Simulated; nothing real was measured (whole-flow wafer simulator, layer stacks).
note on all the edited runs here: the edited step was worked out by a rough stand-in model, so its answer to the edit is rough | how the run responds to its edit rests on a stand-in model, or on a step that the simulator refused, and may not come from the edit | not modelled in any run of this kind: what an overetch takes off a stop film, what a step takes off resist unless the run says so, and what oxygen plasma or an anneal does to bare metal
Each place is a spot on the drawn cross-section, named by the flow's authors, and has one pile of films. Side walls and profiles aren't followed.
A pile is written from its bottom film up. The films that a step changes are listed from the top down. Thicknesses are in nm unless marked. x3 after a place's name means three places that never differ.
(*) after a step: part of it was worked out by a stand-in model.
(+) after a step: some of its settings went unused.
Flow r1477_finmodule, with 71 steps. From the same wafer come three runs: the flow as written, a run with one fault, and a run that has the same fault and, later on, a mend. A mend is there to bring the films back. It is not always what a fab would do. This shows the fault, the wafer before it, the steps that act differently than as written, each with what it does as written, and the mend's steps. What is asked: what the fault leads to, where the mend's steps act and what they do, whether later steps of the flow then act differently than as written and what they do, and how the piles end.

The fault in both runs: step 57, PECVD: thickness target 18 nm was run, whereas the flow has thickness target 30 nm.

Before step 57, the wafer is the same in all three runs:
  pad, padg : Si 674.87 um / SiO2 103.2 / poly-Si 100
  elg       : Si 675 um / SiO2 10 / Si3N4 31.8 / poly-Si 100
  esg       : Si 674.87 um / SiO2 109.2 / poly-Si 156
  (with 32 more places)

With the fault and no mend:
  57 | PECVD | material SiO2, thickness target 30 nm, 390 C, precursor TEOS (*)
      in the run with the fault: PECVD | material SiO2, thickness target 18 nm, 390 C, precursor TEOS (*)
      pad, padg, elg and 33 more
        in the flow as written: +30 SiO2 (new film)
        in the run with the fault: +18 SiO2 (new film)
  Steps later in the flow that act otherwise than as written (3 more steps, not shown, differ only slightly: by at most 2% or 0.5 nm, whichever is larger):
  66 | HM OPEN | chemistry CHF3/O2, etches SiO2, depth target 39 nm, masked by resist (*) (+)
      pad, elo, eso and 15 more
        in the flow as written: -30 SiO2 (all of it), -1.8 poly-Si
        in the run with the fault: -18 SiO2 (all of it), -1.8 poly-Si
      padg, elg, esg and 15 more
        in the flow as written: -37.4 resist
        in the run with the fault: -25.9 resist
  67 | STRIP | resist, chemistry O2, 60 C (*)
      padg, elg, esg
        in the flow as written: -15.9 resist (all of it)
        in the run with the fault: -27.4 resist (all of it)
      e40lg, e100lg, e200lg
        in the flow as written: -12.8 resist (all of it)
        in the run with the fault: -24.3 resist (all of it)
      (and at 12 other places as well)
  By the end, the piles at padg, elg, esg and 15 more depart from the flow's by more than 2% or 0.5 nm, whichever is larger.
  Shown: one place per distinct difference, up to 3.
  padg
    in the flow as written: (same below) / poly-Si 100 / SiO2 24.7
    in the run with the fault: (same below) / poly-Si 100 / SiO2 12.7
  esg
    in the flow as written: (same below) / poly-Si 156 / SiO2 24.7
    in the run with the fault: (same below) / poly-Si 156 / SiO2 12.7
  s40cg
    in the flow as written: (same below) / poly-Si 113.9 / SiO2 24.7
    in the run with the fault: (same below) / poly-Si 113.9 / SiO2 12.7

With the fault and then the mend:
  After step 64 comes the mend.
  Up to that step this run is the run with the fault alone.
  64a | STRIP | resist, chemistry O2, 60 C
      padg, elg, esg
        -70 resist (all of it)
      e40lg, e100lg, e200lg
        -66.9 resist (all of it)
      s40sg, s45sg
        -91 resist (all of it)
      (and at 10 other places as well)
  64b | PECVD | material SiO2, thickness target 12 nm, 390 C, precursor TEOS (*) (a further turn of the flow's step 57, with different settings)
      pad, padg, elg and 33 more
        +12 SiO2
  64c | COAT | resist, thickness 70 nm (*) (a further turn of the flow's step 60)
      e40lg, e100lg, e200lg, elo, e40lo, e100lo, e200lo
        +66.9 resist (new film)
      pad, padg, elg, esg
        +70 resist (new film)
      s40sg, s45sg, s40so, s45so
        +91 resist (new film)
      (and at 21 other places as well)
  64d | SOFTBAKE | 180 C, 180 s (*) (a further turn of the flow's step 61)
      leaves every film unchanged at each place that is followed
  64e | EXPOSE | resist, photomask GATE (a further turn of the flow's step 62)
      leaves every film unchanged at each place that is followed
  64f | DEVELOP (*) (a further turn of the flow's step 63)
      elo, e40lo, e100lo, e200lo
        -66.9 resist (all of it)
      eso, e40so
        -129.5 resist (all of it)
      s40so, s45so
        -91 resist (all of it)
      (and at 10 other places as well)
  Later steps of the flow that are run all act as written at every place that is followed.
  The piles end the same as the flow's at every place that both follow.
